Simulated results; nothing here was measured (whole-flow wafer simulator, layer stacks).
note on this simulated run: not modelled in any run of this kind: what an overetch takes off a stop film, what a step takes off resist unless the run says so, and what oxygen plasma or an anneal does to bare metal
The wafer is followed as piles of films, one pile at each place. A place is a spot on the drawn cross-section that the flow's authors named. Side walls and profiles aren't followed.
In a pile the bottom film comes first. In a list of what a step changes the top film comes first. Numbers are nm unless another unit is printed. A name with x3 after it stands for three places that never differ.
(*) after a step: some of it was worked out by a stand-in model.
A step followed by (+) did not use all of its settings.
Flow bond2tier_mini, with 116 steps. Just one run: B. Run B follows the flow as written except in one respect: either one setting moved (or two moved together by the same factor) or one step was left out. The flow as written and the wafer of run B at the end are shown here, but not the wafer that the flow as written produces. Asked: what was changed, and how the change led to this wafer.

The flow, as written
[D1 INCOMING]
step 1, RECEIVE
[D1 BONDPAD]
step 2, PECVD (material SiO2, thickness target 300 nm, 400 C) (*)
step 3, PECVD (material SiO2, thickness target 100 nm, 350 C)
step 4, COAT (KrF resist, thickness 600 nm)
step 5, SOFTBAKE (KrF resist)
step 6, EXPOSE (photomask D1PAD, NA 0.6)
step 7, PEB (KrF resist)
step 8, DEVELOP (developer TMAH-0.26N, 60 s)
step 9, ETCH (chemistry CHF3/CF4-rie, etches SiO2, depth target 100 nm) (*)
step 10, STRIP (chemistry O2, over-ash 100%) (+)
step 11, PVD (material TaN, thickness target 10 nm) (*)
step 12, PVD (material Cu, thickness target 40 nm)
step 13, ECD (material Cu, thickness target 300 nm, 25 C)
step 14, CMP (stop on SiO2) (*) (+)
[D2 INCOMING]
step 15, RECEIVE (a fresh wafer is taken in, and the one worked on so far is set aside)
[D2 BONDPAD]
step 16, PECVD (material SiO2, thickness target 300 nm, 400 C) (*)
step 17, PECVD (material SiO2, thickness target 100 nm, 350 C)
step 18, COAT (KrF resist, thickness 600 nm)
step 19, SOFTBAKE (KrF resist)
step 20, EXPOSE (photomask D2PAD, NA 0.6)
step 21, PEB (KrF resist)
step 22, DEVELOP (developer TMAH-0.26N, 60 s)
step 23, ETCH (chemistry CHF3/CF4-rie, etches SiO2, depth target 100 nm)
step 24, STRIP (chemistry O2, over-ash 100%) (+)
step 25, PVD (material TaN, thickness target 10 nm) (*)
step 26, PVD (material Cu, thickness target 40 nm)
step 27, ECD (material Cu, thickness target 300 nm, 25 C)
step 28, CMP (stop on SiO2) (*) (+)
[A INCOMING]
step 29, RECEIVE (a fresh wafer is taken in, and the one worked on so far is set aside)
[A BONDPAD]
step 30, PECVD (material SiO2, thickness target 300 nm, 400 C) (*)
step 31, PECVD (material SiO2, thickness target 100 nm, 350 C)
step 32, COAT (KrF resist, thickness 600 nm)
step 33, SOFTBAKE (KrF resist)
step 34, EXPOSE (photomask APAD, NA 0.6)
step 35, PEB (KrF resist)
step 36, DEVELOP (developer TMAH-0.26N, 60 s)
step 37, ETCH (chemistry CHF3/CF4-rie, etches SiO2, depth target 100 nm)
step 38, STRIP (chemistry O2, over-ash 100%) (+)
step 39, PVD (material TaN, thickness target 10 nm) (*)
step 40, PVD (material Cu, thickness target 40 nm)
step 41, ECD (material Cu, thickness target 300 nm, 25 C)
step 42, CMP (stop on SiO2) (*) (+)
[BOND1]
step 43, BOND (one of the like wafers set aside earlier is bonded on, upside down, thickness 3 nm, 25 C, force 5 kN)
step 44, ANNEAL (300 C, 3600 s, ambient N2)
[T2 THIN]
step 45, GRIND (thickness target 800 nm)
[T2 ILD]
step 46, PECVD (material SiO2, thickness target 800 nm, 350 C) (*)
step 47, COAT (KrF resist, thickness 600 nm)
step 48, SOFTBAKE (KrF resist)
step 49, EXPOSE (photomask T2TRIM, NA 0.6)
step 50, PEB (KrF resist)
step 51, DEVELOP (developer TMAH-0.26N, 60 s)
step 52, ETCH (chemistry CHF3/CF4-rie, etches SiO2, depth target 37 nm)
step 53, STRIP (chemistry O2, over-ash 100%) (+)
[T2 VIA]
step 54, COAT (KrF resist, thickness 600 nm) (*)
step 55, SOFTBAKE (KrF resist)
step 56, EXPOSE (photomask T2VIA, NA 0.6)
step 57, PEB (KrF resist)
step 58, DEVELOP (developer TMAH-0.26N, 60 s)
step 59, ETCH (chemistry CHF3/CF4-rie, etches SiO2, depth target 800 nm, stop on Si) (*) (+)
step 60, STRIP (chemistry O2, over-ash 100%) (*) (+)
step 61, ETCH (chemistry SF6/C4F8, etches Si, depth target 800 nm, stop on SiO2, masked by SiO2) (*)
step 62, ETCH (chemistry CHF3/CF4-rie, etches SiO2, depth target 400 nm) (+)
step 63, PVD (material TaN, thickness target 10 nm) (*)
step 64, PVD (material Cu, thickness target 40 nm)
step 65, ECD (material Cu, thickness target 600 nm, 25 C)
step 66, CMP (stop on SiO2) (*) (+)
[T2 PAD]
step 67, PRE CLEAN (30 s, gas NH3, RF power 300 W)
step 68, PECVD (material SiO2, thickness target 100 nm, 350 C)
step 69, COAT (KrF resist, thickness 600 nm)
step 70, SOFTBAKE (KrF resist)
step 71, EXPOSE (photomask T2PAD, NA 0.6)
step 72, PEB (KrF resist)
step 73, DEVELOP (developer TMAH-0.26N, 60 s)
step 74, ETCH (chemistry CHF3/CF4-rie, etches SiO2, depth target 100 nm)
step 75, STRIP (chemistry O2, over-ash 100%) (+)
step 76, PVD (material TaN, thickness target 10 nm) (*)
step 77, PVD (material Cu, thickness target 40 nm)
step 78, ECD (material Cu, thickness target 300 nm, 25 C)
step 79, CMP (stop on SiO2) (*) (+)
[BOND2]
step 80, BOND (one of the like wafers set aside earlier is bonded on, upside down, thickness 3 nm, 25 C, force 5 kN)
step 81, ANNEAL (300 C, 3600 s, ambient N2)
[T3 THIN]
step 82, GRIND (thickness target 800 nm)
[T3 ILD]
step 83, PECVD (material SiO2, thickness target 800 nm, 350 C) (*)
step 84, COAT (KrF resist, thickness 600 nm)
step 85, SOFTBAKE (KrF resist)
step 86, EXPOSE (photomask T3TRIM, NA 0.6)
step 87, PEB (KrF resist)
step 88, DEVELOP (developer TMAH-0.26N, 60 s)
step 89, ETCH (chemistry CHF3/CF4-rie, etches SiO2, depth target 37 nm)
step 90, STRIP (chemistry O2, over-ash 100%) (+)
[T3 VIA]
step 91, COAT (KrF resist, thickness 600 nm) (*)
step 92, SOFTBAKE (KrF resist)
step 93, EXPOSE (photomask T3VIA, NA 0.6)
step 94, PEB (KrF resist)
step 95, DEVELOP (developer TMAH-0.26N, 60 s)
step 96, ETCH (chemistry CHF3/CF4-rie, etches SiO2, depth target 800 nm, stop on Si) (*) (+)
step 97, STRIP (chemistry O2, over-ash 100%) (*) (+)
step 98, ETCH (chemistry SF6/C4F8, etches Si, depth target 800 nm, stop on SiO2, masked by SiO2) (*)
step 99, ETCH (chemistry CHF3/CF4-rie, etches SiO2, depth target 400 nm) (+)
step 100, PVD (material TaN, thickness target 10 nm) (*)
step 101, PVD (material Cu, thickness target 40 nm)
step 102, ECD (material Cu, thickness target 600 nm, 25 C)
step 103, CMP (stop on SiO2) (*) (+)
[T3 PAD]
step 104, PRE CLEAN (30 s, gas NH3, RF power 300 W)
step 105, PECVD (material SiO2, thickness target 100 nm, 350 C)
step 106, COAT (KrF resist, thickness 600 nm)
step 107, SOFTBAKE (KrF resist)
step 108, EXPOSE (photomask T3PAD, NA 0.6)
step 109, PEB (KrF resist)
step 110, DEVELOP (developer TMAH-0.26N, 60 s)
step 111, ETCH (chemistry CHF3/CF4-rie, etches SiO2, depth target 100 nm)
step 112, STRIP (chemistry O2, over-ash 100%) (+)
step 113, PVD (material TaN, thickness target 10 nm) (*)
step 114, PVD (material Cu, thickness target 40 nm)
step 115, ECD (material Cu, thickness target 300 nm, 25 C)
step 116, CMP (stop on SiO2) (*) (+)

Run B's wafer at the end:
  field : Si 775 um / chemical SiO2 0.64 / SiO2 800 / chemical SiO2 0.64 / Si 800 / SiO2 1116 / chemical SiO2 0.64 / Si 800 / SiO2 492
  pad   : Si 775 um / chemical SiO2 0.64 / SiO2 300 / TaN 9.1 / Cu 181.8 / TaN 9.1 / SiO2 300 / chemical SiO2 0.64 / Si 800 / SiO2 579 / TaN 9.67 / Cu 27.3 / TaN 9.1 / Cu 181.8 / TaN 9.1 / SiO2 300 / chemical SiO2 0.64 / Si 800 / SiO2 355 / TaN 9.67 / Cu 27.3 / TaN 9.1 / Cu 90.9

Cause: step 62, ETCH: depth target 176 nm was run, while the flow as written has depth target 400 nm.

The path from the change to this, step by step:
  step 62, ETCH (chemistry CHF3/CF4-rie, etches SiO2, depth target 400 nm) (+)
      field, pad: -176 SiO2 (it would be, as written: -400 SiO2)
